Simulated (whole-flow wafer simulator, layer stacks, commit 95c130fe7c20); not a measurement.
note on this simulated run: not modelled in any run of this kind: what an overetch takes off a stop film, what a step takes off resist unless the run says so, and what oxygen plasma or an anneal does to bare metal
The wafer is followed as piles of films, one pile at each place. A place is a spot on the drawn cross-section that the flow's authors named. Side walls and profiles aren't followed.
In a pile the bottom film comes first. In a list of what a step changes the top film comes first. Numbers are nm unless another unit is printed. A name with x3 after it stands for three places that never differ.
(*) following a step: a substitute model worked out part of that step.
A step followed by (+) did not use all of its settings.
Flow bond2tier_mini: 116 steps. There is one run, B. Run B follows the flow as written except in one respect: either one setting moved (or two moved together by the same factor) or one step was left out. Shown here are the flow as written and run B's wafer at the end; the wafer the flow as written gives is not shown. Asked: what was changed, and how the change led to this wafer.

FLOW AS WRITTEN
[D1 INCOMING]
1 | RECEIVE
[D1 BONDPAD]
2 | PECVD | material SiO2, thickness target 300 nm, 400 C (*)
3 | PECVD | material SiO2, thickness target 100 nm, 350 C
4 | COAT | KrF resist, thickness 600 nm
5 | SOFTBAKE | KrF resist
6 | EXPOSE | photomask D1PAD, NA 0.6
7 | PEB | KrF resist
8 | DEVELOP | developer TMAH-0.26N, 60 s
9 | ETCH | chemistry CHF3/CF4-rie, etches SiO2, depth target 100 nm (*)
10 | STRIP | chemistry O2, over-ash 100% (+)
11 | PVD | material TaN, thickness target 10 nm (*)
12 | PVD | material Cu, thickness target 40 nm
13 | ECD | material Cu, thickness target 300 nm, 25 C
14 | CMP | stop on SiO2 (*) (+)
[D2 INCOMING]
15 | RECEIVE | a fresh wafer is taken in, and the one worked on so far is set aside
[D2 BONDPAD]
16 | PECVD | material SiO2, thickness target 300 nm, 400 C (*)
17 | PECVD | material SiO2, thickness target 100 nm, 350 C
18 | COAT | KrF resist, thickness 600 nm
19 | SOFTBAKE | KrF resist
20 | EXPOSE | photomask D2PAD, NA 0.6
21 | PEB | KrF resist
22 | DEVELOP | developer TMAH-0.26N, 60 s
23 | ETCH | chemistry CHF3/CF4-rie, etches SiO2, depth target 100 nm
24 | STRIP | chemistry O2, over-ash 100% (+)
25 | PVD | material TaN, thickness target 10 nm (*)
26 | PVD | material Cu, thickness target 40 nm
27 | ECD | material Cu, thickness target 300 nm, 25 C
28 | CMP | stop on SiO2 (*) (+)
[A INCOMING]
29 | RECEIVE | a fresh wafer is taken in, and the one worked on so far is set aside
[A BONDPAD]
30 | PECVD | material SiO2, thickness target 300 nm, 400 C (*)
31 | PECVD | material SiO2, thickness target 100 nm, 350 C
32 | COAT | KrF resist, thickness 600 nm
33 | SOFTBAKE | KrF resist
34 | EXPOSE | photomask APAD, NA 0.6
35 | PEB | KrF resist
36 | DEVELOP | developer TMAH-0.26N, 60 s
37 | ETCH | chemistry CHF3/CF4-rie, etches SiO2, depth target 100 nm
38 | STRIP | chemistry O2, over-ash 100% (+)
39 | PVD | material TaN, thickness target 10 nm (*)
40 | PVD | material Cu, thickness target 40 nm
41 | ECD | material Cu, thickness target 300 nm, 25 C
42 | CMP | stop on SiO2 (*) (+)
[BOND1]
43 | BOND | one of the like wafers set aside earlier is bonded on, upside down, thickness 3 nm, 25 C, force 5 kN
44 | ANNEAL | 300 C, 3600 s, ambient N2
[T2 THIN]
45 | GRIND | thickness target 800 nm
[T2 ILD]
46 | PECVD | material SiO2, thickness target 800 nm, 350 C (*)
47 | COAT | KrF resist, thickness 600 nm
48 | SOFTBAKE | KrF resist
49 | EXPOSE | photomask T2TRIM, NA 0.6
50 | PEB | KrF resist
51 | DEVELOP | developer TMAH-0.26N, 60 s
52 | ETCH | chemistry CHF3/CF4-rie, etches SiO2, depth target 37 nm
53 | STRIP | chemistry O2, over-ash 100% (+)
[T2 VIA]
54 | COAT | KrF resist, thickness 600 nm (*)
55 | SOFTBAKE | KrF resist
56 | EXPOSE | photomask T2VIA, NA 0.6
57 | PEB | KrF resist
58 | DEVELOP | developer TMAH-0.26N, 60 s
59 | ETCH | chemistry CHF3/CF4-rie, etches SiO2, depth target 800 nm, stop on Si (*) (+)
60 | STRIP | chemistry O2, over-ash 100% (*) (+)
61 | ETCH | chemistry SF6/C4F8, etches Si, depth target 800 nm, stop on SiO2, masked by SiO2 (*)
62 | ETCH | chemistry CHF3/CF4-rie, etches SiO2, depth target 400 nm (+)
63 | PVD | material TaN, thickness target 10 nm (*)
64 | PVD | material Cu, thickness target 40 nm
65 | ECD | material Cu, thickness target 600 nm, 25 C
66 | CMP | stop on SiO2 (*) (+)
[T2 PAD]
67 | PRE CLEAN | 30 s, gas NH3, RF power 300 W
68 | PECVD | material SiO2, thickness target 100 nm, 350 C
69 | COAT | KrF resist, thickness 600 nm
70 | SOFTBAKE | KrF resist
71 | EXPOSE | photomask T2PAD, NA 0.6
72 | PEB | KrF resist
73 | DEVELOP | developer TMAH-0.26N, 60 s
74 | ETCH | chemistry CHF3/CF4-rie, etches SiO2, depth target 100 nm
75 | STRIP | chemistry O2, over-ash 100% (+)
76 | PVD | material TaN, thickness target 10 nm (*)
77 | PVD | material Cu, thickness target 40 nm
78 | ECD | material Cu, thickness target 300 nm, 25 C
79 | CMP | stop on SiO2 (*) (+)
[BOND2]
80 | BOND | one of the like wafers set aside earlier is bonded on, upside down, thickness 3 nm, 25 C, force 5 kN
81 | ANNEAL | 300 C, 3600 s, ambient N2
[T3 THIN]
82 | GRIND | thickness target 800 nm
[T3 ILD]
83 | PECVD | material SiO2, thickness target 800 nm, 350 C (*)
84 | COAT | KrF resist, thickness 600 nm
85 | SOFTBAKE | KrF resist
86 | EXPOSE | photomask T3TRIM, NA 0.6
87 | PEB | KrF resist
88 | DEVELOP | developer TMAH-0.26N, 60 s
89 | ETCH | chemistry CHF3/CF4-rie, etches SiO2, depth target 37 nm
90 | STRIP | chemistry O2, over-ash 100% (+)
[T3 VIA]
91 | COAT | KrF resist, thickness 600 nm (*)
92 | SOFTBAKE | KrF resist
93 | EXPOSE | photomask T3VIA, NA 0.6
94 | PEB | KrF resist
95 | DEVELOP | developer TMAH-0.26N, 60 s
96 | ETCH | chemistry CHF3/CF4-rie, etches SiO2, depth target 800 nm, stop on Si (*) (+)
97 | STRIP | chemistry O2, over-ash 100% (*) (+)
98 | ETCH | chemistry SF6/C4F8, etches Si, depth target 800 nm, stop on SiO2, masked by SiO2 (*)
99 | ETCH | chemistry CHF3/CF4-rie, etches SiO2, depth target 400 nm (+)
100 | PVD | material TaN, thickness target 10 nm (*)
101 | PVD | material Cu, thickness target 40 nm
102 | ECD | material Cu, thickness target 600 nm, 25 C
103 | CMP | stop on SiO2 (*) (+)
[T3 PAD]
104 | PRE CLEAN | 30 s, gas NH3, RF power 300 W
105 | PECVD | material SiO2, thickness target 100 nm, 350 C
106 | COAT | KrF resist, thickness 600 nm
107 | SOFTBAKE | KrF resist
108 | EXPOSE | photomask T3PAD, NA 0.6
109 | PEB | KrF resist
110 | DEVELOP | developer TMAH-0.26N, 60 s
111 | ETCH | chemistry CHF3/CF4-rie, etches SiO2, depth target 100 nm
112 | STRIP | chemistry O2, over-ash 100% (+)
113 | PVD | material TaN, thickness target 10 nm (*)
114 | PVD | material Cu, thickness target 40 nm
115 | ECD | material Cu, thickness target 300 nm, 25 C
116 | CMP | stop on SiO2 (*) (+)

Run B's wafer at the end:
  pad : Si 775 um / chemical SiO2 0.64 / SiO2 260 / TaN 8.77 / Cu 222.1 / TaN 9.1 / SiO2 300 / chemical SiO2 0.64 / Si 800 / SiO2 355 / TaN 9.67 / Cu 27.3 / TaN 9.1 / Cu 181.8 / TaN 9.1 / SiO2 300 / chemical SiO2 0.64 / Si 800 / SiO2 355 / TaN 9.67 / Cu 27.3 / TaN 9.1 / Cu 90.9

What caused this: step 37, ETCH: depth target 140 nm was run, while the flow as written has depth target 100 nm.

How this came from the change, step by step:
  37 | ETCH | chemistry CHF3/CF4-rie, etches SiO2, depth target 100 nm
      pad, via: -140 SiO2 (as written it would have been: -100 SiO2)
      field: -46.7 KrF resist (as written it would have been: -33.3 KrF resist)
  38 | STRIP | chemistry O2, over-ash 100% (+)
      field: -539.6 KrF resist (all of it) (as written it would have been: -552.9 KrF resist (all of it))
  40 | PVD | material Cu, thickness target 40 nm
      pad: +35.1 Cu (new film) (as written it would have been: +36.4 Cu (new film))
  41 | ECD | material Cu, thickness target 300 nm, 25 C
      pad: +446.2 Cu (as written it would have been: +404.5 Cu)
      via: +440.4 Cu (as written it would have been: +400.2 Cu)
